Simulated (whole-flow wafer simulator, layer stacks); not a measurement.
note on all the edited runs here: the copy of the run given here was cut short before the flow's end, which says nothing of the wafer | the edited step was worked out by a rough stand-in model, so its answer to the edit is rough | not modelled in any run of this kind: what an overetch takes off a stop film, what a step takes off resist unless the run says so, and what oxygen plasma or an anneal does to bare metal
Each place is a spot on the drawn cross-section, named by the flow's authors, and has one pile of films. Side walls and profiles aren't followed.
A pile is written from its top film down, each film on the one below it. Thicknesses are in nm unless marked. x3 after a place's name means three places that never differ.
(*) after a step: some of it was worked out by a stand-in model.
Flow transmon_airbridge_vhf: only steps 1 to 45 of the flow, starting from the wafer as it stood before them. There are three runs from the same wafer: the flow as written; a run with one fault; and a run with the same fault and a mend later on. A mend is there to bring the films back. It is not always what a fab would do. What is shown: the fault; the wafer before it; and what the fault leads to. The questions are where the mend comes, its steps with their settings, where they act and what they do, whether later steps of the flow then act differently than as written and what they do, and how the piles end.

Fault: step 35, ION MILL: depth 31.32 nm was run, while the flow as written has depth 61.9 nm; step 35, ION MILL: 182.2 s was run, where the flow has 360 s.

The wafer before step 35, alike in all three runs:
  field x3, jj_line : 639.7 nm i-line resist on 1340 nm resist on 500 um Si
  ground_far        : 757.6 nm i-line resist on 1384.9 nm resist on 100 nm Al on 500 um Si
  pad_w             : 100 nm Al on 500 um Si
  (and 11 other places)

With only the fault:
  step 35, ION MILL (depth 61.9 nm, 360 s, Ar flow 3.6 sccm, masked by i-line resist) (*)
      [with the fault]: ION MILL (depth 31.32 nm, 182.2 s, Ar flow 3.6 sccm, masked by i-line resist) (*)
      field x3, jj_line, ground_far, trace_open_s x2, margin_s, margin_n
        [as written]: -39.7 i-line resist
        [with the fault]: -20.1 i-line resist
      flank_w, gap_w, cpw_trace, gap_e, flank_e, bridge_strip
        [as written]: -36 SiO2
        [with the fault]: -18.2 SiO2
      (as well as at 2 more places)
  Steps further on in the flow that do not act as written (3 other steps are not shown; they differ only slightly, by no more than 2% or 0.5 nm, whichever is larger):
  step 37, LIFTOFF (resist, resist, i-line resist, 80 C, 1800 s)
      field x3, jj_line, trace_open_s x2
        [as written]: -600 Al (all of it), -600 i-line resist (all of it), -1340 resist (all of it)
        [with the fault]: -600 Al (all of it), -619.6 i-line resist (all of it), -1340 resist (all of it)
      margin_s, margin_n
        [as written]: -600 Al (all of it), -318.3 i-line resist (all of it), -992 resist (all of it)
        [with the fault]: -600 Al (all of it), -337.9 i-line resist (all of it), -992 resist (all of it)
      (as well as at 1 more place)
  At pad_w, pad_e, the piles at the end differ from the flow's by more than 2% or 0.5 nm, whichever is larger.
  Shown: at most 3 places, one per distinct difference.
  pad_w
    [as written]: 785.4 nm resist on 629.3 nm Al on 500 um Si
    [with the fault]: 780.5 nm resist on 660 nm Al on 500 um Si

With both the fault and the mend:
  After step 35 comes the mend.
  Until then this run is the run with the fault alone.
  step 35a, ION MILL (depth 30.58 nm, 177.8 s, Ar flow 3.6 sccm, masked by i-line resist) (*) (the flow's step 35 again, with other settings)
      field x3, jj_line, ground_far, trace_open_s x2, margin_s, margin_n
        -19.6 i-line resist
      flank_w, gap_w, cpw_trace, gap_e, flank_e, bridge_strip
        -17.8 SiO2
      pad_w, pad_e
        -30.6 Al
  Later steps of the flow that are run all act as written at every place that is followed.
  At every place that both follow, the piles at the end match the flow's.
